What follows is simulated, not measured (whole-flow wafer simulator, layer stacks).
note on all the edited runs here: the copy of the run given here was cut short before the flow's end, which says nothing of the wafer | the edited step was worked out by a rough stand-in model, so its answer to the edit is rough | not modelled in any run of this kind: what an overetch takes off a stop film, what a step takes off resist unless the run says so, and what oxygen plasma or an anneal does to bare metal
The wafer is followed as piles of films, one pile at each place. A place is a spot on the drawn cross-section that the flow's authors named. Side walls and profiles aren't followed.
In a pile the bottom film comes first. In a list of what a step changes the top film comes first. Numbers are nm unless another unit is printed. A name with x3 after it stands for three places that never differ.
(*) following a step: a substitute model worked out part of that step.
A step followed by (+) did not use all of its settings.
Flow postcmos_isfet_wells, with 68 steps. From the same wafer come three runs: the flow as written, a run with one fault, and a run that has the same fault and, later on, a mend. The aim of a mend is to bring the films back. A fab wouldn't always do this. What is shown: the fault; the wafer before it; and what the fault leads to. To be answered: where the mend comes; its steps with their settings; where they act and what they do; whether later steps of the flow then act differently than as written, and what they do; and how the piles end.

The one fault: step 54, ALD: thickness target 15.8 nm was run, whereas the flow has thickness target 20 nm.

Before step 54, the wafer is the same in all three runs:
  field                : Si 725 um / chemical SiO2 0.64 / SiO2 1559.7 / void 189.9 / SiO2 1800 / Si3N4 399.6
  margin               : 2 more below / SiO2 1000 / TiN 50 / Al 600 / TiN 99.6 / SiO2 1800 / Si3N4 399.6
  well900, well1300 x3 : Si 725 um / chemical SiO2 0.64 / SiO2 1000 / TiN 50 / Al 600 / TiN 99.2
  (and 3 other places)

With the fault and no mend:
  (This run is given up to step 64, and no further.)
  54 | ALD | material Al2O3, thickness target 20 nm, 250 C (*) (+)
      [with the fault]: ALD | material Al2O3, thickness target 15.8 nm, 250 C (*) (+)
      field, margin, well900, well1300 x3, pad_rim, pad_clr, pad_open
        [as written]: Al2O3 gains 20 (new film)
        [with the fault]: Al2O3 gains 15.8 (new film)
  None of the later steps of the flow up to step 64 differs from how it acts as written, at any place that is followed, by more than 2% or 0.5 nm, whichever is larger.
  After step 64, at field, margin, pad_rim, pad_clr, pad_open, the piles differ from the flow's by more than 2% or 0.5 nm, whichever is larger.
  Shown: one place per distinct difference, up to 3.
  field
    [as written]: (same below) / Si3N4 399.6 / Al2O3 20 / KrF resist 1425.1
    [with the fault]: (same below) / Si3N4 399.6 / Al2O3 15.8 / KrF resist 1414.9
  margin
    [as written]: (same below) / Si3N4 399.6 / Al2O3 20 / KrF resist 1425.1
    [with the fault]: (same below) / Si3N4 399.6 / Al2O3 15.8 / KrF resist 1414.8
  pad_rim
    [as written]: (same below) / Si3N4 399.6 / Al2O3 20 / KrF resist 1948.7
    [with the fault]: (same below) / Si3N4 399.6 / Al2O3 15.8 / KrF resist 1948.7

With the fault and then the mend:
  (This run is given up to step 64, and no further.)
  The mend follows step 54.
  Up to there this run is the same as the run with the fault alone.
  54a | ALD | material Al2O3, thickness target 4.2 nm, 250 C (*) (+) (the flow's step 54, run once more with other settings)
      field, margin, well900, well1300 x3, pad_rim, pad_clr, pad_open
        Al2O3 gains 4.2
  None of the later steps of the flow up to step 64 acts differently than as written at any place that is followed.
  At every place that both follow, the piles after step 64 match the flow's.
